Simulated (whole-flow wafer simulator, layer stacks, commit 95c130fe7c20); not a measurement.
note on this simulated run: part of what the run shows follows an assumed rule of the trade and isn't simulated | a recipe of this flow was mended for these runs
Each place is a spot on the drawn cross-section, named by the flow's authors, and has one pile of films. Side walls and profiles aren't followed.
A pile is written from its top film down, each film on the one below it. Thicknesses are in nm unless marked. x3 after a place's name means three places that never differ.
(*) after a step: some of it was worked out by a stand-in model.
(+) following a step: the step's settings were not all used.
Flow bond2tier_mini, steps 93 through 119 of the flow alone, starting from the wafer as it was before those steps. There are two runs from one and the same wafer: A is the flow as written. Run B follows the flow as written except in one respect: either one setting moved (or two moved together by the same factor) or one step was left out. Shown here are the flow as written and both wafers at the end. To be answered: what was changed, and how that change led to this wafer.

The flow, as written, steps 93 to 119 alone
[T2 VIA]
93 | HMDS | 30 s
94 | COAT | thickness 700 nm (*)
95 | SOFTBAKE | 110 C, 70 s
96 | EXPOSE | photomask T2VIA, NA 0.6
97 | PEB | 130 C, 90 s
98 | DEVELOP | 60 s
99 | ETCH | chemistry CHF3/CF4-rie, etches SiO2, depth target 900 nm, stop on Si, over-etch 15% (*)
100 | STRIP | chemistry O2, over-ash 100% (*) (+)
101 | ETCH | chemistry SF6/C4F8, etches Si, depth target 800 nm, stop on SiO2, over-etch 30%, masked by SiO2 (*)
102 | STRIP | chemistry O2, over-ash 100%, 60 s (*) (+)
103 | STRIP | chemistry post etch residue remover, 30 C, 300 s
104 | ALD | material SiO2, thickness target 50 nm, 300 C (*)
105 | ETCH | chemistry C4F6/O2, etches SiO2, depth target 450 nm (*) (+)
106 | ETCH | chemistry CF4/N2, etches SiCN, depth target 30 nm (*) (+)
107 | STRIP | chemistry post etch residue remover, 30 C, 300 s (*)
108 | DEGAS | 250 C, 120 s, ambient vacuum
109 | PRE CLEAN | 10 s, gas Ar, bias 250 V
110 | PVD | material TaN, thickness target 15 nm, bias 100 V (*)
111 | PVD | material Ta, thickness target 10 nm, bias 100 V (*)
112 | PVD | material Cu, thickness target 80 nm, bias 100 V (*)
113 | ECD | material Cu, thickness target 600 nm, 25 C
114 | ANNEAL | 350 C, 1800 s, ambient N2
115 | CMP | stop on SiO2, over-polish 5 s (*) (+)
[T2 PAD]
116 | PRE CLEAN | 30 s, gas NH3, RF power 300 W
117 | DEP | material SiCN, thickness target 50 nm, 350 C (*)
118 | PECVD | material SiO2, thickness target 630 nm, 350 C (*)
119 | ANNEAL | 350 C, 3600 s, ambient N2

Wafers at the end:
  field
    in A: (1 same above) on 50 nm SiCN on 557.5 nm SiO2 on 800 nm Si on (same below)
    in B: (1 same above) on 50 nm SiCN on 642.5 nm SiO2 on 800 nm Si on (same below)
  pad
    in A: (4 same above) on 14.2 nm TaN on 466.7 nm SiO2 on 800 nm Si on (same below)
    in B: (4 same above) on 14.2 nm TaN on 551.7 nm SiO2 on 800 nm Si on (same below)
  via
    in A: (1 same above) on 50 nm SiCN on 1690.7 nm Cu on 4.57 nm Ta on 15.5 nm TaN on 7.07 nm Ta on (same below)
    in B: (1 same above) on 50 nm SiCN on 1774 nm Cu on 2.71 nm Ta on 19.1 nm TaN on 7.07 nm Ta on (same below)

The reason: step 104, ALD: thickness target 135 nm was run, though the flow has thickness target 50 nm.

How this came from the change, step by step:
  104 | ALD | material SiO2, thickness target 50 nm, 300 C (*)
      field, pad, via: A SiO2 gains 50 | B SiO2 gains 135
  105 | ETCH | chemistry C4F6/O2, etches SiO2, depth target 450 nm (*) (+)
      via: A SiO2 loses 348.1 (all of it), SiCN loses 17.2 | B SiO2 loses 433.1 (all of it), SiCN loses 2.84
  106 | ETCH | chemistry CF4/N2, etches SiCN, depth target 30 nm (*) (+)
      via: A SiCN loses 17.6 (all of it), TaN loses 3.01 | B SiCN loses 30
  109 | PRE CLEAN | 10 s, gas Ar, bias 250 V
      via: A TaN loses 3.19 | B SiCN loses 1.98 (all of it)
  110 | PVD | material TaN, thickness target 15 nm, bias 100 V (*)
      via: A TaN gains 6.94 | B TaN gains 4.21
  111 | PVD | material Ta, thickness target 10 nm, bias 100 V (*)
      via: A Ta gains 4.57 (new film) | B Ta gains 2.71 (new film)
  112 | PVD | material Cu, thickness target 80 nm, bias 100 V (*)
      via: A Cu gains 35 (new film) | B Cu gains 17.7 (new film)
  113 | ECD | material Cu, thickness target 600 nm, 25 C
      via: A Cu gains 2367 | B Cu gains 2467.6
